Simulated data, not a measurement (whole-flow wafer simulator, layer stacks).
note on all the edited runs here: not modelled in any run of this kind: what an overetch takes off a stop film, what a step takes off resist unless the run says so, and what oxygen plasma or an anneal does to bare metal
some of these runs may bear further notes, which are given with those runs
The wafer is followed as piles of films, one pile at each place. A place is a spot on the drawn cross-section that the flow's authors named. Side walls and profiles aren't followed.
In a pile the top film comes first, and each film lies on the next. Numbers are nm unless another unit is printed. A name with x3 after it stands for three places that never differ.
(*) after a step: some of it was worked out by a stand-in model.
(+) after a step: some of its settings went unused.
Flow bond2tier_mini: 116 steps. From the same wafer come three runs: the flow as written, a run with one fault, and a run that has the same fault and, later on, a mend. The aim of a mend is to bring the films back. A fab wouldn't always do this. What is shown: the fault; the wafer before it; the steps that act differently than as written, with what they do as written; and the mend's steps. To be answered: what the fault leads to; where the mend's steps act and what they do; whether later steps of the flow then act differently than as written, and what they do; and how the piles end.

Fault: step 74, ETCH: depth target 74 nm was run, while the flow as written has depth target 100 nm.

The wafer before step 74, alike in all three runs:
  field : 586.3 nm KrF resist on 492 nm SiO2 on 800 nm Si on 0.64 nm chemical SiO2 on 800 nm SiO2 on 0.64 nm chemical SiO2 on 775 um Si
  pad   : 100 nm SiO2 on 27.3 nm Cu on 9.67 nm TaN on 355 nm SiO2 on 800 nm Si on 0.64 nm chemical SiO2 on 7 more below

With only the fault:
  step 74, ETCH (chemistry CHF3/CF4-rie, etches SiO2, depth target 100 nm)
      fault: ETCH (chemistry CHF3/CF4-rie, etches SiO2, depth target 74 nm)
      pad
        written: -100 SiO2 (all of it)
        fault: -74 SiO2
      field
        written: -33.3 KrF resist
        fault: -24.7 KrF resist
  Steps later in the flow that act otherwise than as written (not shown: 2 more steps that differ only slightly, by at most 2% or 0.5 nm, whichever is larger):
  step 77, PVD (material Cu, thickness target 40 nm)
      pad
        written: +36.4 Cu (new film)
        fault: +37.3 Cu (new film)
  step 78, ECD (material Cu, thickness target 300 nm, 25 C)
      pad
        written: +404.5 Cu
        fault: +377.3 Cu
  The piles end different from the flow's at pad by more than 2% or 0.5 nm, whichever is larger.
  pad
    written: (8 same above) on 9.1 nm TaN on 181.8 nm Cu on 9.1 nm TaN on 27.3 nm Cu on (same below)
    fault: (8 same above) on 9.1 nm TaN on 155.6 nm Cu on 9.33 nm TaN on 26 nm SiO2 on 27.3 nm Cu on (same below)

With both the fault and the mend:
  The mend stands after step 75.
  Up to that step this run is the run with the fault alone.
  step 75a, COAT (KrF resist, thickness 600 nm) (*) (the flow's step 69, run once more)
      field
        +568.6 KrF resist (new film)
      pad
        +632.7 KrF resist (new film)
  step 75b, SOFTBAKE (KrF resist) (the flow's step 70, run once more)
      does not change any film at any place that is followed
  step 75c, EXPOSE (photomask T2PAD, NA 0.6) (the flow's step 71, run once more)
      does not change any film at any place that is followed
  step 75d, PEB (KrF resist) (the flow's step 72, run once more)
      does not change any film at any place that is followed
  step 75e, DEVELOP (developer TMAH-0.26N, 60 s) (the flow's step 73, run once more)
      field
        -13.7 KrF resist
      pad
        -632.7 KrF resist (all of it)
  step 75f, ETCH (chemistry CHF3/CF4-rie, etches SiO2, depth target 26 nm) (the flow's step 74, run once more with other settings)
      field
        -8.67 KrF resist
      pad
        -26 SiO2 (all of it)
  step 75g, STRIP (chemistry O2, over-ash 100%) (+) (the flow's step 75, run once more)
      field
        -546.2 KrF resist (all of it)
  None of the later steps of the flow acts differently than as written at any place that is followed.
  At every place that both follow, the piles at the end match the flow's.
